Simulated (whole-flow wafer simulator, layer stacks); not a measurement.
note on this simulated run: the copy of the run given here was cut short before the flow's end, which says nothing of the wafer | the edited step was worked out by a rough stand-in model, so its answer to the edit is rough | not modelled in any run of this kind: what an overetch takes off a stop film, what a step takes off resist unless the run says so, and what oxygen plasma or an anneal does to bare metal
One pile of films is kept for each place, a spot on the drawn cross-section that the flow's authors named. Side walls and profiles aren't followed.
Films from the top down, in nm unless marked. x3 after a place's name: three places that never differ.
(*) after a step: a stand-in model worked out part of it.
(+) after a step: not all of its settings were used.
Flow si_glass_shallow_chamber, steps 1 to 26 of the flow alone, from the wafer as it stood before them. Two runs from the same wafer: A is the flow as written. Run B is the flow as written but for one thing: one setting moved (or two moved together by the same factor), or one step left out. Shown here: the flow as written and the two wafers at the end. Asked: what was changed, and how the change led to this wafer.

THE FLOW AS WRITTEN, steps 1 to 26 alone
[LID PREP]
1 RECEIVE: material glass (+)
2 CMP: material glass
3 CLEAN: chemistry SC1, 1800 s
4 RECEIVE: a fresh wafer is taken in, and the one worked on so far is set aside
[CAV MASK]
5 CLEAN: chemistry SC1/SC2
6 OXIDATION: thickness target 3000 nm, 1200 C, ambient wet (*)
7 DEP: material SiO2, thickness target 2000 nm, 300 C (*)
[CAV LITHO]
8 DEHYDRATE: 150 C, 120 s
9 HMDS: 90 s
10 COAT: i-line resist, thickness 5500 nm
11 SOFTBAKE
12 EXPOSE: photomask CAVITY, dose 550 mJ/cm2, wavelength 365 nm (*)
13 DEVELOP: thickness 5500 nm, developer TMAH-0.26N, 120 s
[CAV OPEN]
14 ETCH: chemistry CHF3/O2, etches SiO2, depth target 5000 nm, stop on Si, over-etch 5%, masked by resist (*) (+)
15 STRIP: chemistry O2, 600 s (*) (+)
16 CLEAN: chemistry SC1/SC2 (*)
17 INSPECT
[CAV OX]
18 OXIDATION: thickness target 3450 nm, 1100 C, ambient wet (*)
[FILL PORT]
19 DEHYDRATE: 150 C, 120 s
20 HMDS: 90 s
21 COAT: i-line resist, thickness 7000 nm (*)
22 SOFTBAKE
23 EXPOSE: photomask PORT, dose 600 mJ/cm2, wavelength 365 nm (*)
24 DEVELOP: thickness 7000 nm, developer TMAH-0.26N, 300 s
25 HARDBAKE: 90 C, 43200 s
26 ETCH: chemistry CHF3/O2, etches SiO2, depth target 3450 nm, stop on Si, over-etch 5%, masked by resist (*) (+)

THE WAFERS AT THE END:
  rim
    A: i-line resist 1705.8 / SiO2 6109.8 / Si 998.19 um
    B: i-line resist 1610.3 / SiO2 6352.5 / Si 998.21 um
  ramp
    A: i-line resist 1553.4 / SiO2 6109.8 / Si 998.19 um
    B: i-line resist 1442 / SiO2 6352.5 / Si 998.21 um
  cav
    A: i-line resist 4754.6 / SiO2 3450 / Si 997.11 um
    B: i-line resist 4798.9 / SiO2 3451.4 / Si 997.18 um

The cause: step 7, DEP: thickness target 2293 nm was run, where the flow has thickness target 2000 nm.

How the change led to this, step by step:
  7 DEP: material SiO2, thickness target 2000 nm, 300 C (*)
      rim, ramp, cav, port, septum, ring: A SiO2 +2000 | B SiO2 +2293
  14 ETCH: chemistry CHF3/O2, etches SiO2, depth target 5000 nm, stop on Si, over-etch 5%, masked by resist (*) (+)
      cav, port: A SiO2 -5000 (all of it), Si -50 | B SiO2 -5250
  15 STRIP: chemistry O2, 600 s (*) (+)
      cav, port: A chemical SiO2 +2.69 (new film), Si -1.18 | B nothing
  18 OXIDATION: thickness target 3450 nm, 1100 C, ambient wet (*)
      cav, port: A SiO2 +3450 (new film), chemical SiO2 -2.69 (all of it), Si -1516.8 | B SiO2 +3408.4, Si -1499.7
      rim, ramp, septum, ring: A SiO2 +1109.8, Si -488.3 | B SiO2 +1059.5, Si -466.2
  22 SOFTBAKE
      rim: A i-line resist -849 | B i-line resist -881
      ramp: A i-line resist -434.5 | B i-line resist -457.3
      (and at 3 more places)
  25 HARDBAKE: 90 C, 43200 s
      rim: A i-line resist -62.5 | B i-line resist -59.1
      ramp: A i-line resist -57.1 | B i-line resist -53.3
